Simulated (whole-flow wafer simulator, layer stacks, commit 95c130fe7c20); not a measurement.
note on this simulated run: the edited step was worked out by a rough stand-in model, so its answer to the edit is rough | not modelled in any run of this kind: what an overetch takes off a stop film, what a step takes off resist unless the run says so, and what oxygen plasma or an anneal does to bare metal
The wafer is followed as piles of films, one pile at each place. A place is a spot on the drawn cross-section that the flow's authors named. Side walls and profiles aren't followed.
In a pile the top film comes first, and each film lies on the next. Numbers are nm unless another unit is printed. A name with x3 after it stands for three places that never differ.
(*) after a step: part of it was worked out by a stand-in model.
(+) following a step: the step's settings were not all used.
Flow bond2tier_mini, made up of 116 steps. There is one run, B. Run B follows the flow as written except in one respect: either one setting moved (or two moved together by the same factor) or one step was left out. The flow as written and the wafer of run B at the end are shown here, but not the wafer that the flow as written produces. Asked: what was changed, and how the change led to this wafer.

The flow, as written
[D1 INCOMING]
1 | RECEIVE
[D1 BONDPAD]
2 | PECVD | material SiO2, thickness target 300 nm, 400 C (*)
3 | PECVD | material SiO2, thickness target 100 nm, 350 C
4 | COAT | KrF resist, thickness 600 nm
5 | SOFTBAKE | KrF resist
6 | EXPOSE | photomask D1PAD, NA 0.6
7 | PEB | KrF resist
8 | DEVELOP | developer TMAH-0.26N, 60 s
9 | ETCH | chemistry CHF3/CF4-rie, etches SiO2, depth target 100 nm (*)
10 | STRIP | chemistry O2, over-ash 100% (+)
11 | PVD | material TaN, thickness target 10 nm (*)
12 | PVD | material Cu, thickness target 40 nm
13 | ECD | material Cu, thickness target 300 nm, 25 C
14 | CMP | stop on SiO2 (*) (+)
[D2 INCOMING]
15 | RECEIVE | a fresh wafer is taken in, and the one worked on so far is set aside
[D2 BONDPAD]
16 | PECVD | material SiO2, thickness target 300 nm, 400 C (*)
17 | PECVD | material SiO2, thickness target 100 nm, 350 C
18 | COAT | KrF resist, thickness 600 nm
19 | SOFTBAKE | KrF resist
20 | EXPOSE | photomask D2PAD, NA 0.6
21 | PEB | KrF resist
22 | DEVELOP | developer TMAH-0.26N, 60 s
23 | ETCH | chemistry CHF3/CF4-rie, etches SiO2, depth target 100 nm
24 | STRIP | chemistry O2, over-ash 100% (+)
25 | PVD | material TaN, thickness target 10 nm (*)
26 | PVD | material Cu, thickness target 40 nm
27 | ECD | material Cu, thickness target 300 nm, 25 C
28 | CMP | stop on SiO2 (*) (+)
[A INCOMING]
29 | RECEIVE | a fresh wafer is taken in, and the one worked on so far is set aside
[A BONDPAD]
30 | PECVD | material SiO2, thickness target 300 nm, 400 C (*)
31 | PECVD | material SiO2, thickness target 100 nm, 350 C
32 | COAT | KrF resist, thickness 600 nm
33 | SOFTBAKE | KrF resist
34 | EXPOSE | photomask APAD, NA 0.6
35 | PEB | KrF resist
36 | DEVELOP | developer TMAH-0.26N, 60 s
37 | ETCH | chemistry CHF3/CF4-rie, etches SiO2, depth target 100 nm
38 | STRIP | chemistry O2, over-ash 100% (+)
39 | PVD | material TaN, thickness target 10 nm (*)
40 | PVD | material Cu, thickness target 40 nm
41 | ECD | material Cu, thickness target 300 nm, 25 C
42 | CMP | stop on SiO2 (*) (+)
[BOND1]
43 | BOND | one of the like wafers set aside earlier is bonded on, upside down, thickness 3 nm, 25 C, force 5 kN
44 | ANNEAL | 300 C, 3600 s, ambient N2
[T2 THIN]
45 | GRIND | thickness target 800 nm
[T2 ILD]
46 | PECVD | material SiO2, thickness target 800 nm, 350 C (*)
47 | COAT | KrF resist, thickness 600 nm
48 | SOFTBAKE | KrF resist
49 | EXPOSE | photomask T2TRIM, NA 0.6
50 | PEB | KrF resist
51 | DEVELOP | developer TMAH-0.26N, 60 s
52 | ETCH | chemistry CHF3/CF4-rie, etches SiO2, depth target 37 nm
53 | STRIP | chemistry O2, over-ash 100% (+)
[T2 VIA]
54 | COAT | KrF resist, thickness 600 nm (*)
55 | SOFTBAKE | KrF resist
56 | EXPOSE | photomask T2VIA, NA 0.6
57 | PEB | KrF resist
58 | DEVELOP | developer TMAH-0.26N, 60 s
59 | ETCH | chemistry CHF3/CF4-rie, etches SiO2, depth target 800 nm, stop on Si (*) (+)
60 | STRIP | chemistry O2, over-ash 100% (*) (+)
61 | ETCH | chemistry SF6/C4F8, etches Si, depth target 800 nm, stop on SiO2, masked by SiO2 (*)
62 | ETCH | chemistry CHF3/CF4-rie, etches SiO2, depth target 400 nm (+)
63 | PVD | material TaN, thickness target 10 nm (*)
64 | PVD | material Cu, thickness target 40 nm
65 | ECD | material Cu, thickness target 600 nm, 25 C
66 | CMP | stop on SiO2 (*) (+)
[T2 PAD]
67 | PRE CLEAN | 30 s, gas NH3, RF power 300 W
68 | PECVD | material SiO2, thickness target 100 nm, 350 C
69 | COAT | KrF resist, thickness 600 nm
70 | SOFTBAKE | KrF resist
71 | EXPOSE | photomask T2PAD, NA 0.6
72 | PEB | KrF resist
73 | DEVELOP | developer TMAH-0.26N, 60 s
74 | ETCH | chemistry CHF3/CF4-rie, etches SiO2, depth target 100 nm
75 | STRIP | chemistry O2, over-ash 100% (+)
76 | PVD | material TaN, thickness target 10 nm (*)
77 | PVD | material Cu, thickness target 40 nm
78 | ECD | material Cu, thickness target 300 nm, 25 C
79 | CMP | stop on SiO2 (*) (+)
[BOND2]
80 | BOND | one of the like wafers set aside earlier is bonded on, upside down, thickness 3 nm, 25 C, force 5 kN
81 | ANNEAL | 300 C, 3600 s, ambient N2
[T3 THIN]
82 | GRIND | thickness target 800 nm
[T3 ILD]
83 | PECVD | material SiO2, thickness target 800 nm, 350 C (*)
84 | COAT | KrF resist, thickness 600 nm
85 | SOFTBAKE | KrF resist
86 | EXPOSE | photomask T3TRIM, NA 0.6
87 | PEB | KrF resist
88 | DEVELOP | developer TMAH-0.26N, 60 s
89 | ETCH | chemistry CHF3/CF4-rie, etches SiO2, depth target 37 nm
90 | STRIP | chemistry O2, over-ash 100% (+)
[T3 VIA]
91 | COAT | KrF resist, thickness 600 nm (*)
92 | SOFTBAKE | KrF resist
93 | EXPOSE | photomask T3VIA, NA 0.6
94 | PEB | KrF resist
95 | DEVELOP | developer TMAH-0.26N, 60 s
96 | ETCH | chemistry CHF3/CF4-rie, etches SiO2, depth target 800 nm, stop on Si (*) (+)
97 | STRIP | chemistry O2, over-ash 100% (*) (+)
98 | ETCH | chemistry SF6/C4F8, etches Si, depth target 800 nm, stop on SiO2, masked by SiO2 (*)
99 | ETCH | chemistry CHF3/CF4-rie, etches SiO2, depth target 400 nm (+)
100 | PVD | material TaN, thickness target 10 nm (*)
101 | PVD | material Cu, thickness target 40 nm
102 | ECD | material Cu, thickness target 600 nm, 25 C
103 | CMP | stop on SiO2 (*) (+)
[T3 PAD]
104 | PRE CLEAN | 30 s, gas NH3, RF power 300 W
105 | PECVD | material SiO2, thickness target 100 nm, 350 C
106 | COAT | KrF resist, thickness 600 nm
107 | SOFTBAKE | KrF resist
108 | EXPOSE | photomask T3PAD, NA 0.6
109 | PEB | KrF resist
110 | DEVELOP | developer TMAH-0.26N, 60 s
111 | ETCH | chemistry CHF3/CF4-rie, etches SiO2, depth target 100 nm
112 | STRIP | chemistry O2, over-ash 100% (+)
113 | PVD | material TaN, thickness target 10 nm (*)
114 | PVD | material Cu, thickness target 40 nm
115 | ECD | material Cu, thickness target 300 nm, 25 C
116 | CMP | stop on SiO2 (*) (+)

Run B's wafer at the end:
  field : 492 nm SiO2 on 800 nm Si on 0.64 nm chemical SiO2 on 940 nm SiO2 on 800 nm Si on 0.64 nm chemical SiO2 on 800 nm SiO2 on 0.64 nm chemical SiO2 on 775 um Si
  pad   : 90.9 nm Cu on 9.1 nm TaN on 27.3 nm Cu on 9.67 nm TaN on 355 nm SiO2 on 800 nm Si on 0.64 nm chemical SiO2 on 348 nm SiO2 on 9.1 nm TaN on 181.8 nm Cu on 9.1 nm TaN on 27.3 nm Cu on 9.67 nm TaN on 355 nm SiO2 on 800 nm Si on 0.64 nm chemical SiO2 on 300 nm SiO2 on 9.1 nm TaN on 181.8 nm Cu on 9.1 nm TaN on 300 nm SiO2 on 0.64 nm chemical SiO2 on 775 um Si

Cause: step 16, PECVD: thickness target 348 nm was run, while the flow as written has thickness target 300 nm.
The wafer itself shows it: pad has SiO2 348, and step 16 as written asks for 300 nm.

The path from the change to this, step by step:
  16 | PECVD | material SiO2, thickness target 300 nm, 400 C (*)
      field, pad, via: SiO2 gains 348 (new film) (it would be, as written: SiO2 gains 300 (new film))
  80 | BOND | one of the like wafers set aside earlier is bonded on, upside down, thickness 3 nm, 25 C, force 5 kN
      field: Si gains 775 um (new film), chemical SiO2 gains 0.64 (new film), SiO2 gains 448 (it would be, as written: Si gains 775 um (new film), chemical SiO2 gains 0.64 (new film), SiO2 gains 400)
      pad: Si gains 775 um (new film), chemical SiO2 gains 0.64 (new film), SiO2 gains 348 (new film), TaN gains 9.1 (new film), Cu gains 90.9 (it would be, as written: Si gains 775 um (new film), chemical SiO2 gains 0.64 (new film), SiO2 gains 300 (new film), TaN gains 9.1 (new film), Cu gains 90.9)
